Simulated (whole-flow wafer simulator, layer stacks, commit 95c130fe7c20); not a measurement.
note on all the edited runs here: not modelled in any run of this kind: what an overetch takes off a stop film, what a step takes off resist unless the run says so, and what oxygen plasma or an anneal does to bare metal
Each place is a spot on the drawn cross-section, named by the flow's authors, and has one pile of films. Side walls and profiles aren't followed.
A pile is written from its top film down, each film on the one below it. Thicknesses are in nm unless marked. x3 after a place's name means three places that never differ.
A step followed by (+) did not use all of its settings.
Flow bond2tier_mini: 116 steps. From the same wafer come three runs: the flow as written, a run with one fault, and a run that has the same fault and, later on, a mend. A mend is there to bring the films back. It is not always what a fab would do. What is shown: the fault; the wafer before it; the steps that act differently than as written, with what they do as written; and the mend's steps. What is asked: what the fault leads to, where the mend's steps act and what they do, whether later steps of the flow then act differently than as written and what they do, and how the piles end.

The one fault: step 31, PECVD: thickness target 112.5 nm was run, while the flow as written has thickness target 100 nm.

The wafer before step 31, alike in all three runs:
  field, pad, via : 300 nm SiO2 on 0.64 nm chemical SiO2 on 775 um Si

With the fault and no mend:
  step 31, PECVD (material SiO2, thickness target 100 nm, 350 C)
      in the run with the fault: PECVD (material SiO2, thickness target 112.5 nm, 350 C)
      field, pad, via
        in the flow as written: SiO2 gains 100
        in the run with the fault: SiO2 gains 112.5
  None of the later steps of the flow acts differently than as written at any place that is followed.
  By the end, the piles at pad depart from the flow's by more than 2% or 0.5 nm, whichever is larger.
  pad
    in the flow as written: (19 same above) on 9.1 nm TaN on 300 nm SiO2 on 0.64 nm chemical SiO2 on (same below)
    in the run with the fault: (19 same above) on 9.1 nm TaN on 312.5 nm SiO2 on 0.64 nm chemical SiO2 on (same below)

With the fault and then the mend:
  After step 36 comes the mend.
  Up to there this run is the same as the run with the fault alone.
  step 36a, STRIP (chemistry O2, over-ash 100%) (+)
      field
        KrF resist loses 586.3 (all of it)
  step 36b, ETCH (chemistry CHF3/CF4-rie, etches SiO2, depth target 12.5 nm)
      field, pad, via
        SiO2 loses 12.5
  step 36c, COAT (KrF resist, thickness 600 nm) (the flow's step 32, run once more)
      field, pad, via
        KrF resist gains 600 (new film)
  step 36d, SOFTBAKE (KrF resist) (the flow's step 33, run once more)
      leaves every film unchanged at each place that is followed
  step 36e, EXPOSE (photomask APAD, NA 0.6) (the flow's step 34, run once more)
      leaves every film unchanged at each place that is followed
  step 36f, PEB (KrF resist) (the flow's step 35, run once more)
      leaves every film unchanged at each place that is followed
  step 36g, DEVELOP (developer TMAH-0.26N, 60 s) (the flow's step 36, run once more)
      pad, via
        KrF resist loses 600 (all of it)
      field
        KrF resist loses 13.7
  None of the later steps of the flow acts differently than as written at any place that is followed.
  At every place that both follow, the piles at the end match the flow's.
